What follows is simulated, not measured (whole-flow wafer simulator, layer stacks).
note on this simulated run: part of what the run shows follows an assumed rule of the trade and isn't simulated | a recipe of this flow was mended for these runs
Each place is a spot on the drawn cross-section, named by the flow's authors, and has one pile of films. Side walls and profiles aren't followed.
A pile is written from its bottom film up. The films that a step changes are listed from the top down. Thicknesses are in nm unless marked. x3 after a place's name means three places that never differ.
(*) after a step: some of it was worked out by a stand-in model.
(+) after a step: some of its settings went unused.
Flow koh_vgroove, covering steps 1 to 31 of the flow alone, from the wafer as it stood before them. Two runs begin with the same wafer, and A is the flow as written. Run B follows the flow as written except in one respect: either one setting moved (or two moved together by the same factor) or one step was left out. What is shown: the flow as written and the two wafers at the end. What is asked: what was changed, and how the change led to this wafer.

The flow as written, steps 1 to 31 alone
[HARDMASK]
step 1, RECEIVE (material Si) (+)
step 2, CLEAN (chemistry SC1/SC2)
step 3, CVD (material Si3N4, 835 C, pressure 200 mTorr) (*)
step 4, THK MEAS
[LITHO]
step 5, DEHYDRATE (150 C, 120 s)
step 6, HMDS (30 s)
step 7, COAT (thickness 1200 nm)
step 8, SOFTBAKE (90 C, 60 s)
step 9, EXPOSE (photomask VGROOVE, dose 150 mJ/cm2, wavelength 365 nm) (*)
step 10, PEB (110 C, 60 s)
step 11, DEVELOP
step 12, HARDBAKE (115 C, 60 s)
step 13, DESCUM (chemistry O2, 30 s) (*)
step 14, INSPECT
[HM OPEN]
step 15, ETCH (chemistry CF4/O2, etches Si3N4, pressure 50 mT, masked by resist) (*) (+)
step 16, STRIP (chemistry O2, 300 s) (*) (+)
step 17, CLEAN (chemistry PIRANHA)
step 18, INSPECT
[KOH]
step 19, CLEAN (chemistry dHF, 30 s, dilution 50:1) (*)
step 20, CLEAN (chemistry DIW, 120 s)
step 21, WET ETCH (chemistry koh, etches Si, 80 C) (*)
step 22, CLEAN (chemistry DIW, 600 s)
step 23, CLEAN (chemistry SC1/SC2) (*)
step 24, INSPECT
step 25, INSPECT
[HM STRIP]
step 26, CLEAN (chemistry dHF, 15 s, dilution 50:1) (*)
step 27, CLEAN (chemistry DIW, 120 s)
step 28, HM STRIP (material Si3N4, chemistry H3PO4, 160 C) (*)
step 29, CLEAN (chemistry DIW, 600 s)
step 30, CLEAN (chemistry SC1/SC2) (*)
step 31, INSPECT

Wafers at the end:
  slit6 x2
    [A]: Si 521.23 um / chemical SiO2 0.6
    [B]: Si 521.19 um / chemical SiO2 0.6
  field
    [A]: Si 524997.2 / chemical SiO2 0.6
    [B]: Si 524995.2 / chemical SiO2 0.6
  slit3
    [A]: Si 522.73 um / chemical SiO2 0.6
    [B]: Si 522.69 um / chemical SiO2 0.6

What caused this: step 3, CVD: pressure 128 mTorr was run, while the flow as written has pressure 200 mTorr.

How this came from the change, step by step:
  step 3, CVD (material Si3N4, 835 C, pressure 200 mTorr) (*)
      field, slit3, slit2, slit6 x2: A +200 Si3N4 (new film) | B +159 Si3N4 (new film)
  step 15, ETCH (chemistry CF4/O2, etches Si3N4, pressure 50 mT, masked by resist) (*) (+)
      slit3, slit2, slit6 x2: A -200 Si3N4 (all of it), -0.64 chemical SiO2 (all of it), -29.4 Si | B -159 Si3N4 (all of it), -0.64 chemical SiO2 (all of it), -70.4 Si
  step 28, HM STRIP (material Si3N4, chemistry H3PO4, 160 C) (*)
      field: A -198.7 Si3N4 (all of it), -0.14 chemical SiO2, -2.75 Si | B -157.7 Si3N4 (all of it), -0.14 chemical SiO2, -4.8 Si
